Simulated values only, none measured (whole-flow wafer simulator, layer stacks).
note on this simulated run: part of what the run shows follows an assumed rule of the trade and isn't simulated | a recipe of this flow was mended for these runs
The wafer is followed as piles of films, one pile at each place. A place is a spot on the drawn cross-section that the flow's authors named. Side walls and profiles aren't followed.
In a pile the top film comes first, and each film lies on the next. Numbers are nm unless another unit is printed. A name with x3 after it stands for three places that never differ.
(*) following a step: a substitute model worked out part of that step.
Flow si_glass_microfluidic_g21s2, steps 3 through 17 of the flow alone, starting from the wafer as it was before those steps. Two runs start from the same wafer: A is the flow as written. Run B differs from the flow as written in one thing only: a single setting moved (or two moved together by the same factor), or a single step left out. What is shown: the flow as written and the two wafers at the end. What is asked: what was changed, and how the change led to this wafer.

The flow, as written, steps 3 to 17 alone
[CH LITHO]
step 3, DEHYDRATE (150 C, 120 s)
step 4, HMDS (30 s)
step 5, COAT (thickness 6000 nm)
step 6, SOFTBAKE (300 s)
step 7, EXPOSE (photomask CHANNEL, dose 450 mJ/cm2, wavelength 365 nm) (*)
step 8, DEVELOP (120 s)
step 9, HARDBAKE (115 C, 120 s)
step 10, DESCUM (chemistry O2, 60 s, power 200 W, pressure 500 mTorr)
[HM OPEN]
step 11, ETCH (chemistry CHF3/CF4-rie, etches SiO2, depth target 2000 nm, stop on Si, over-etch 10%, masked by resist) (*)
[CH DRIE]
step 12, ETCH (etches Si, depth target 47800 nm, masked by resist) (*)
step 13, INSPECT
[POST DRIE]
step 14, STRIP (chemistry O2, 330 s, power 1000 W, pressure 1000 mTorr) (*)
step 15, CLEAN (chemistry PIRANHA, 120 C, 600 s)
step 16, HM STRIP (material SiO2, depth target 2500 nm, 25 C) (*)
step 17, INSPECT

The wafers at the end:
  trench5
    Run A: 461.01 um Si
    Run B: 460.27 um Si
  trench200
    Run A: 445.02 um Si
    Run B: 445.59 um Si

Cause: step 5, COAT: thickness 3000 nm was run, whereas the flow has thickness 6000 nm.

The path from the change to this, step by step:
  step 5, COAT (thickness 6000 nm)
      land, trench20, trench5, trench200: A +6000 thick-i-line-resist (new film) | B +3000 thick-i-line-resist (new film)
  step 8, DEVELOP (120 s)
      trench20, trench5, trench200: A -6000 thick-i-line-resist (all of it) | B -3000 thick-i-line-resist (all of it)
  step 9, HARDBAKE (115 C, 120 s)
      land: A -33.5 thick-i-line-resist | B -12.6 thick-i-line-resist
  step 12, ETCH (etches Si, depth target 47800 nm, masked by resist) (*)
      trench5: A -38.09 um Si | B -38.83 um Si
      trench200: A -54.08 um Si | B -53.51 um Si
  step 14, STRIP (chemistry O2, 330 s, power 1000 W, pressure 1000 mTorr) (*)
      land: A -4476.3 thick-i-line-resist (all of it) | B -1504.5 thick-i-line-resist (all of it)
